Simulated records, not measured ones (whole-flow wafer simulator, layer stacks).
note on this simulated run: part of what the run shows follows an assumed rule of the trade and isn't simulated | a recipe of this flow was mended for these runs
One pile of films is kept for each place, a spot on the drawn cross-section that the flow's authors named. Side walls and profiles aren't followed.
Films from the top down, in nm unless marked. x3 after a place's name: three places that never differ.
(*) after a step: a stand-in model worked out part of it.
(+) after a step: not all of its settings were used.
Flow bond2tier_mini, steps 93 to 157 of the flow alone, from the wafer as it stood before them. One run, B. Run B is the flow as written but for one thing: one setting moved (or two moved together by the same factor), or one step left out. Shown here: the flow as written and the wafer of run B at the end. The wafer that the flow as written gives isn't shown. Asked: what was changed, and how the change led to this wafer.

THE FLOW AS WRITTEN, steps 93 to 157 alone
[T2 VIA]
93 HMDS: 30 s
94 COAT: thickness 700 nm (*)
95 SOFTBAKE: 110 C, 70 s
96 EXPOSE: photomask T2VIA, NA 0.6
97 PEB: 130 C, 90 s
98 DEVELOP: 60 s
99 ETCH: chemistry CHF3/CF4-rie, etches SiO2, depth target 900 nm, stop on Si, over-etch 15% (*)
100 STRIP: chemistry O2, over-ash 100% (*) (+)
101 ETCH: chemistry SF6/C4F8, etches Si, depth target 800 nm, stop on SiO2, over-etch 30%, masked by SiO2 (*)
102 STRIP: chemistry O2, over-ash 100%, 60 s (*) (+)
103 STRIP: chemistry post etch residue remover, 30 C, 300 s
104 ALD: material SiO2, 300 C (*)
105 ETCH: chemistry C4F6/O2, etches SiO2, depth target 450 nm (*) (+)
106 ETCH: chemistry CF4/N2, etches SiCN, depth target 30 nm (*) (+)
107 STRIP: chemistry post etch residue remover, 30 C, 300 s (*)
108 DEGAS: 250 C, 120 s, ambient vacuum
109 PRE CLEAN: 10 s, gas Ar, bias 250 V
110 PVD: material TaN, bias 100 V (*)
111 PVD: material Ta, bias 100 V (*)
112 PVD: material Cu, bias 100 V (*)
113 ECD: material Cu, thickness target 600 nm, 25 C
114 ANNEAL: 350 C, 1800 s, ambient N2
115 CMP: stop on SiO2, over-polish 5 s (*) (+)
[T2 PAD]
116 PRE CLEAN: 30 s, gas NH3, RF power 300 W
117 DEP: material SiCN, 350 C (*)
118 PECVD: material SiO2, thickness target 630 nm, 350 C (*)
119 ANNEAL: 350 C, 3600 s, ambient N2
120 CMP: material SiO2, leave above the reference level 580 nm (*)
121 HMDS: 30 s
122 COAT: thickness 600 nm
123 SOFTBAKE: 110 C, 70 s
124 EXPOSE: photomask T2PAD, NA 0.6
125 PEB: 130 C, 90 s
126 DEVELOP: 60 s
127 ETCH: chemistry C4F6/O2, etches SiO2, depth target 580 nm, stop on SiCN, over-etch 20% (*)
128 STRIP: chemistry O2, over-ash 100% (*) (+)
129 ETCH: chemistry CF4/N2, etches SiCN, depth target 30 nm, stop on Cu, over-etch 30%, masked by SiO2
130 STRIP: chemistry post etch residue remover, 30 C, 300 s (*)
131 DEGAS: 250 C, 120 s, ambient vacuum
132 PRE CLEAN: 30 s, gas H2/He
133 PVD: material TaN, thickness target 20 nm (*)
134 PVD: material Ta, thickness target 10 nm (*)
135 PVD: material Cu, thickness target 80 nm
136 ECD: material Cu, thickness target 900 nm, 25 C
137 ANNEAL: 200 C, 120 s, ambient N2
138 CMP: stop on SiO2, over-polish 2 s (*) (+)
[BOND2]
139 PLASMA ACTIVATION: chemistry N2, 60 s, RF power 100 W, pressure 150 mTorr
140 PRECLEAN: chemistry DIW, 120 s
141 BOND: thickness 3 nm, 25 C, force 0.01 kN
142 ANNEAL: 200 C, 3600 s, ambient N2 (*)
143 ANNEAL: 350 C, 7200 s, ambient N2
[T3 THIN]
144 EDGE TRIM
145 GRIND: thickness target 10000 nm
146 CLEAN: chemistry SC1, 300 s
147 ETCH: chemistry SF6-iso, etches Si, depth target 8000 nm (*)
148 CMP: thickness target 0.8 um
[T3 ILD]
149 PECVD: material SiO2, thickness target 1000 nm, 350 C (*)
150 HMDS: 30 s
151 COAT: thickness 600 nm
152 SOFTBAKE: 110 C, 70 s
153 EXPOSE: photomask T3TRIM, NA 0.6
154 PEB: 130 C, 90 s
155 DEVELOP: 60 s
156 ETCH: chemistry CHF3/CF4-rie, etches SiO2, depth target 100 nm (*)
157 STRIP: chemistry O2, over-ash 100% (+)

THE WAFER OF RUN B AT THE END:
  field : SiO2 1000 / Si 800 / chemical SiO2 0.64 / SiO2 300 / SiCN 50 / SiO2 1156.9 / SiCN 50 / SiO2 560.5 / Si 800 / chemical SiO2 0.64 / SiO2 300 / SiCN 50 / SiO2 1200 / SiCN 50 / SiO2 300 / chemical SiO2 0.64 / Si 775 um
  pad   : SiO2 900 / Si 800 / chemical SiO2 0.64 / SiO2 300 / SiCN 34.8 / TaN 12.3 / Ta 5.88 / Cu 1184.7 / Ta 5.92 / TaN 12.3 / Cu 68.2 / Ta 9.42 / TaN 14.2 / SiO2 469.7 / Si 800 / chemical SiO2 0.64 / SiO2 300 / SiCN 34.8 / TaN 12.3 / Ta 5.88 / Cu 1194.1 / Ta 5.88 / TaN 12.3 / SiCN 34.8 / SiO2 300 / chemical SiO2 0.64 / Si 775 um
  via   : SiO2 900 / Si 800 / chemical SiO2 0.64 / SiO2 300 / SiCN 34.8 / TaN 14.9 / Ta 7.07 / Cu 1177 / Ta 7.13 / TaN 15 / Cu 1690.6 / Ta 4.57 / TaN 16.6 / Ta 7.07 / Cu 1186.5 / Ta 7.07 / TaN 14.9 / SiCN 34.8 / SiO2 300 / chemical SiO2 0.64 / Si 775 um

The cause: step 106, ETCH: depth target 25.6 nm was run, where the flow has depth target 30 nm.

How the change led to this, step by step:
  106 ETCH: chemistry CF4/N2, etches SiCN, depth target 30 nm (*) (+)
      field, pad: SiO2 -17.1 (as written it would be: SiO2 -20)
      via: SiCN -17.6 (all of it), TaN -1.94 (as written it would be: SiCN -17.6 (all of it), TaN -3.01)
